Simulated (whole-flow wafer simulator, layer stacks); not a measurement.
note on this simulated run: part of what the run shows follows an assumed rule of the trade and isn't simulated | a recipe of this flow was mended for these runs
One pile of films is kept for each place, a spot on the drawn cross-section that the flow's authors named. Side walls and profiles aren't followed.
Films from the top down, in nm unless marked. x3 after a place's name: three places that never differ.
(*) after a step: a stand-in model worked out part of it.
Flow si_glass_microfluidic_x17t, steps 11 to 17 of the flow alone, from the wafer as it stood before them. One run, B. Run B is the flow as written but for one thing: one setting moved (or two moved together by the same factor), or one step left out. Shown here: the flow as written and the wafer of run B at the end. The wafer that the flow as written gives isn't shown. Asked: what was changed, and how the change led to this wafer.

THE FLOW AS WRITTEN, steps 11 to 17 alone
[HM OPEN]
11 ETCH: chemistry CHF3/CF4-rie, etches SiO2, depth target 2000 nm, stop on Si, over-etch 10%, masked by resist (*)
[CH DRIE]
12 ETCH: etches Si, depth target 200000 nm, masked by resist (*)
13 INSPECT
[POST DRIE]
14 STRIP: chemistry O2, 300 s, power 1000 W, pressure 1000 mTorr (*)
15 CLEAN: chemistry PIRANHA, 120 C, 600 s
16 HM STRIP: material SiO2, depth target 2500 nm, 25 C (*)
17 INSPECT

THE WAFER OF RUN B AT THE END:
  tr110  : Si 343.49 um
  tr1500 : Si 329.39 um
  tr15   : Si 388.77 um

The cause: step 11, ETCH: depth target 1700 nm was run, where the flow has depth target 2000 nm.

How the change led to this, step by step:
  11 ETCH: chemistry CHF3/CF4-rie, etches SiO2, depth target 2000 nm, stop on Si, over-etch 10%, masked by resist (*)
      tr110, tr1500, tr15: SiO2 -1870 (as written it would be: SiO2 -2000 (all of it), Si -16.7)
      land: thick-i-line-resist -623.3 (as written it would be: thick-i-line-resist -733.3)
  12 ETCH: etches Si, depth target 200000 nm, masked by resist (*)
      tr110: SiO2 -130 (all of it), Si -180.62 um (as written it would be: Si -200.12 um)
      tr1500: SiO2 -130 (all of it), Si -194.72 um (as written it would be: Si -215.73 um)
      (and at 1 more place)
  14 STRIP: chemistry O2, 300 s, power 1000 W, pressure 1000 mTorr (*)
      land: thick-i-line-resist -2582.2 (all of it) (as written it would be: thick-i-line-resist -2472.3 (all of it))
